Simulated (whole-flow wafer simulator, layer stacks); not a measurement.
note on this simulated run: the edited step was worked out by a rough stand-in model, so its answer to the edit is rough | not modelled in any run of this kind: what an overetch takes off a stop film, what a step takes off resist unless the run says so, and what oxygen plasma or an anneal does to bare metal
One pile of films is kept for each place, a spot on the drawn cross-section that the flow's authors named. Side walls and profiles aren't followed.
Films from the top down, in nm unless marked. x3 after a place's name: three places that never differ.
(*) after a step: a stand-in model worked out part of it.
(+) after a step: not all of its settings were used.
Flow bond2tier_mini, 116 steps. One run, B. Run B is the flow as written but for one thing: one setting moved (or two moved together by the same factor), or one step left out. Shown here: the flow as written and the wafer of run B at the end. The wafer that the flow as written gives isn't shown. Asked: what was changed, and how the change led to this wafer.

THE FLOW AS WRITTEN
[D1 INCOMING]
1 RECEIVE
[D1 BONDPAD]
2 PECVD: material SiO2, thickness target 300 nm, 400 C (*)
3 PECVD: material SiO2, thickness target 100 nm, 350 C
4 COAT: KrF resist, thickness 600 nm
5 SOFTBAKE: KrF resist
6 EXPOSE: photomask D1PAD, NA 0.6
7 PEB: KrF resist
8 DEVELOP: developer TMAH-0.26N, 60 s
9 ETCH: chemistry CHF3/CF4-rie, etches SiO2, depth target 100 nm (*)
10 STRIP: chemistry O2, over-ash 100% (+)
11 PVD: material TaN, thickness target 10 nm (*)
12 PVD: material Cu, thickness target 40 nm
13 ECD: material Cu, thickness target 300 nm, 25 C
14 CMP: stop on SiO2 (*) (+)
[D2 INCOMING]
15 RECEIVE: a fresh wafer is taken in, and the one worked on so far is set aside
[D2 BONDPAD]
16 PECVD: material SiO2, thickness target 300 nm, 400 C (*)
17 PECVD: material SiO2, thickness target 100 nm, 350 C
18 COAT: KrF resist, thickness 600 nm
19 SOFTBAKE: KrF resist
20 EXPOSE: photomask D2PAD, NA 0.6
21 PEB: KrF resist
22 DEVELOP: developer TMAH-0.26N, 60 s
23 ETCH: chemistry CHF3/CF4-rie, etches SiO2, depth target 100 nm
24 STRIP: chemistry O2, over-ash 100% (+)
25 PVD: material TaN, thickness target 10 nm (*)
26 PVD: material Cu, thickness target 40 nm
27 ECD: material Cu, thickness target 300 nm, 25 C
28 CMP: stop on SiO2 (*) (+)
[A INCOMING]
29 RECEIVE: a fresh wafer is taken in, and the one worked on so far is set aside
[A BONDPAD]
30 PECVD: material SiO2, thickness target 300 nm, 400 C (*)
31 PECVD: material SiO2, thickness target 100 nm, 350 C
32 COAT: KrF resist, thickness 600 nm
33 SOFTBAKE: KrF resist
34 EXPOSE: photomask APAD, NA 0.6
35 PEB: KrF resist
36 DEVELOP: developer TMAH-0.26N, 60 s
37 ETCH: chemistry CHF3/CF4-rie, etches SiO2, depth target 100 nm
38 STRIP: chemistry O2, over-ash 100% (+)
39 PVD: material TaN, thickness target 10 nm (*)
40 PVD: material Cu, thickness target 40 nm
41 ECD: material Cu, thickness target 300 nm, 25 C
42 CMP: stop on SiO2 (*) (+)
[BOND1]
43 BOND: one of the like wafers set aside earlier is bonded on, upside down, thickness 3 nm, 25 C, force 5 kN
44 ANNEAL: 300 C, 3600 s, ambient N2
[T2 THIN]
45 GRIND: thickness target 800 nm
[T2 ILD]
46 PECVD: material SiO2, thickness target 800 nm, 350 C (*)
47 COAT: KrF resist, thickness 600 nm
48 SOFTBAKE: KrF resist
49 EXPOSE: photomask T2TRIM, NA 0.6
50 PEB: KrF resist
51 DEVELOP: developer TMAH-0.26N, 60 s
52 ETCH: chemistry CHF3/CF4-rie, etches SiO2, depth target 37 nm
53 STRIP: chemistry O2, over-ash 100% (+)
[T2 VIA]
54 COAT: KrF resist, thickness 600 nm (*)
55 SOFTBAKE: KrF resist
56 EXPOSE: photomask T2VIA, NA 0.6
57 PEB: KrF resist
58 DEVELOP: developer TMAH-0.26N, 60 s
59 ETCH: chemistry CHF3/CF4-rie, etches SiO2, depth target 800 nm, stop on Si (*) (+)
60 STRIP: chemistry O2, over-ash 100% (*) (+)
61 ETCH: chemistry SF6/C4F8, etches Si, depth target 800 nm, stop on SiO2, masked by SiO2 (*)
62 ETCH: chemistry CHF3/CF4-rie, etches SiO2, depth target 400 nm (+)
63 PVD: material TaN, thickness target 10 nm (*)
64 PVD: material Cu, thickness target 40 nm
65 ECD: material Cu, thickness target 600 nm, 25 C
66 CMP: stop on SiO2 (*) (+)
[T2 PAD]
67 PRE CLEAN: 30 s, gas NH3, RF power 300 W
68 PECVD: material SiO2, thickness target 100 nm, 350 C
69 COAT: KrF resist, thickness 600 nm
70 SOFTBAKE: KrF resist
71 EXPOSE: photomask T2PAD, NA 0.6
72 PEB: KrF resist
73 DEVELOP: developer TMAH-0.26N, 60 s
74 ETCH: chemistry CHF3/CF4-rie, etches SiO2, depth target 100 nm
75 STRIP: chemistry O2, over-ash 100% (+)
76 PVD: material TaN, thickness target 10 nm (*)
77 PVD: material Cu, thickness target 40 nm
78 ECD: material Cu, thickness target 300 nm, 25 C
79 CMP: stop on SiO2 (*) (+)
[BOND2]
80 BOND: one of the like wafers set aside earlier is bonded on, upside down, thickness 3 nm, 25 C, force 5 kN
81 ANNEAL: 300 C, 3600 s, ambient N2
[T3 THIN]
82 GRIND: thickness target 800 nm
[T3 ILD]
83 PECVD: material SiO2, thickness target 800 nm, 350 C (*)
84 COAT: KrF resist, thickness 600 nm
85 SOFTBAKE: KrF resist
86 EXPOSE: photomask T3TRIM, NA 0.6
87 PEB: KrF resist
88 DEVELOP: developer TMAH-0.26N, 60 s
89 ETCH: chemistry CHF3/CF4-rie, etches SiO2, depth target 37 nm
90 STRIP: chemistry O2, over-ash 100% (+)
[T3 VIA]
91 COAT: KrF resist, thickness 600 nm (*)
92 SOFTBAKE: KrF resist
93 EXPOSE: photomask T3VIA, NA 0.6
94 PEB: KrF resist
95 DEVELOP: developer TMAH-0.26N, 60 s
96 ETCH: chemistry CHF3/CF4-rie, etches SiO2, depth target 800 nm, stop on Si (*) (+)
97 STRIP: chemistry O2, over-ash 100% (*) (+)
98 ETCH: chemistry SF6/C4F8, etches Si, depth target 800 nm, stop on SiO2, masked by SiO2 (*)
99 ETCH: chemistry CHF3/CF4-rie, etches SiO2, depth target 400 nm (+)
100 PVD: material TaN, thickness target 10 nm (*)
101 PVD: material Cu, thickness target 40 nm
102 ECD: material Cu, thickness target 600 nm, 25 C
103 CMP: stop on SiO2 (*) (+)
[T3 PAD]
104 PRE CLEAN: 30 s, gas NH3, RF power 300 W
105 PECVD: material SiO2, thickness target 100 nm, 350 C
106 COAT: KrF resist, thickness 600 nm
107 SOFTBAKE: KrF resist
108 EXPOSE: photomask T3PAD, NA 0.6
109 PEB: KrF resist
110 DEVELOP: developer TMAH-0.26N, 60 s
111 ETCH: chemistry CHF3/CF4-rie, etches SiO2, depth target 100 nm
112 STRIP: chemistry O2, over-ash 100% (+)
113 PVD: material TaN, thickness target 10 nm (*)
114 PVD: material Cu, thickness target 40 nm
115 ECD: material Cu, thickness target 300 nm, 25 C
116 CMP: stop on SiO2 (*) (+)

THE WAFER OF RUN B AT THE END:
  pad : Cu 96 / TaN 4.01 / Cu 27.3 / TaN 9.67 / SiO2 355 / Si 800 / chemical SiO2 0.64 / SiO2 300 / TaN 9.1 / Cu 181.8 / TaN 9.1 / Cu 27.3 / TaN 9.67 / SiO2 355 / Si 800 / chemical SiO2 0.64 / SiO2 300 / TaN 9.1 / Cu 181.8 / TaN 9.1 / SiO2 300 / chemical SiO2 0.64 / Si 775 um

The cause: step 113, PVD: thickness target 4.4 nm was run, where the flow has thickness target 10 nm.

How the change led to this, step by step:
  113 PVD: material TaN, thickness target 10 nm (*)
      field: TaN +4.4 (new film) (as written it would be: TaN +10 (new film))
      pad: TaN +4.01 (new film) (as written it would be: TaN +9.1 (new film))
  116 CMP: stop on SiO2 (*) (+)
      field: Cu -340 (all of it), TaN -4.4 (all of it) (as written it would be: Cu -340 (all of it), TaN -10 (all of it))
